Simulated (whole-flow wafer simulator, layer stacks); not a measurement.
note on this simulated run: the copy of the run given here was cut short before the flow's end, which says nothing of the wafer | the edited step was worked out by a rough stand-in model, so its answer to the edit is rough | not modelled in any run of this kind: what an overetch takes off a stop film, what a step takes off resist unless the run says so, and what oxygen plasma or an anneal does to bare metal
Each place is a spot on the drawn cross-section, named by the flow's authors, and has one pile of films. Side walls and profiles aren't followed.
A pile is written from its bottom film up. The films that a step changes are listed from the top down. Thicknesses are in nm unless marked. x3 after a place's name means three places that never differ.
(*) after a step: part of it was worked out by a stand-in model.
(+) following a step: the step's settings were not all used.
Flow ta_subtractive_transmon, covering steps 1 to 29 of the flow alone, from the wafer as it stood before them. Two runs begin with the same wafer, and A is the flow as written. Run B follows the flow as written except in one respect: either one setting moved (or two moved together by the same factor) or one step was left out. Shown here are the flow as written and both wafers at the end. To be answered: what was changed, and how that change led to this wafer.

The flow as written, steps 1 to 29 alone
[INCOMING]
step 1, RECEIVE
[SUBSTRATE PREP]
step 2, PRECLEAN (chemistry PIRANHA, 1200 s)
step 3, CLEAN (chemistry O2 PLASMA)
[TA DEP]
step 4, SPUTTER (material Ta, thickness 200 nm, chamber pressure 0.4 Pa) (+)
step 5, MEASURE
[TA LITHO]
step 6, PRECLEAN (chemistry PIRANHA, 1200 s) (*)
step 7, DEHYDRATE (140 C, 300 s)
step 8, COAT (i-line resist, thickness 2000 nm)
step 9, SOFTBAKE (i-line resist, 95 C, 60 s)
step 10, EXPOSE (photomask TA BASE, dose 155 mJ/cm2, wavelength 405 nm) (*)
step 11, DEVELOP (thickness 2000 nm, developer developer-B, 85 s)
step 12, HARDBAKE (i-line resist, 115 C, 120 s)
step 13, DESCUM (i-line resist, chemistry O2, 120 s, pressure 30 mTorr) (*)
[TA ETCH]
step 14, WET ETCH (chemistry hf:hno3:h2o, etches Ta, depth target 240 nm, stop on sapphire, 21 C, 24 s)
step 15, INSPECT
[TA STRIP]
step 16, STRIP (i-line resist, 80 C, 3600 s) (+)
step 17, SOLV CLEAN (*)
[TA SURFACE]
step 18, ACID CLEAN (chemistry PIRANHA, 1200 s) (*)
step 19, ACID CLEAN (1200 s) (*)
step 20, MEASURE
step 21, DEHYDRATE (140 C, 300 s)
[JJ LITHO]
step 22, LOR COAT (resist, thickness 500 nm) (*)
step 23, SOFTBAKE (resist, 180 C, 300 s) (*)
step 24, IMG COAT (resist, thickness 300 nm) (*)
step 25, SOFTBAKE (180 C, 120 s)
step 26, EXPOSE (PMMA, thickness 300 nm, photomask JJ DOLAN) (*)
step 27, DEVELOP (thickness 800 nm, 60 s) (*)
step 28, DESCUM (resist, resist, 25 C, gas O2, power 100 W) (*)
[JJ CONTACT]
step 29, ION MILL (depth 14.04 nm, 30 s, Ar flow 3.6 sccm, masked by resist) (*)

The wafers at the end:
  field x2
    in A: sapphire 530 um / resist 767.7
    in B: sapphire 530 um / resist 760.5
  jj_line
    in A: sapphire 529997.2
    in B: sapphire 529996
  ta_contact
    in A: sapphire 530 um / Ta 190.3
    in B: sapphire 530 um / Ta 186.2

What caused this: step 29, ION MILL: depth 20 nm was run, while the flow as written has depth 14.04 nm; step 29, ION MILL: 42.8 s was run, where the flow has 30 s.

Step by step, how the change led to this:
  step 29, ION MILL (depth 14.04 nm, 30 s, Ar flow 3.6 sccm, masked by resist) (*)
      field x2, ta_pad: A -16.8 resist | B -23.9 resist
      jj_line, lead: A -2.8 sapphire | B -3.99 sapphire
      (as well as at 1 more place)
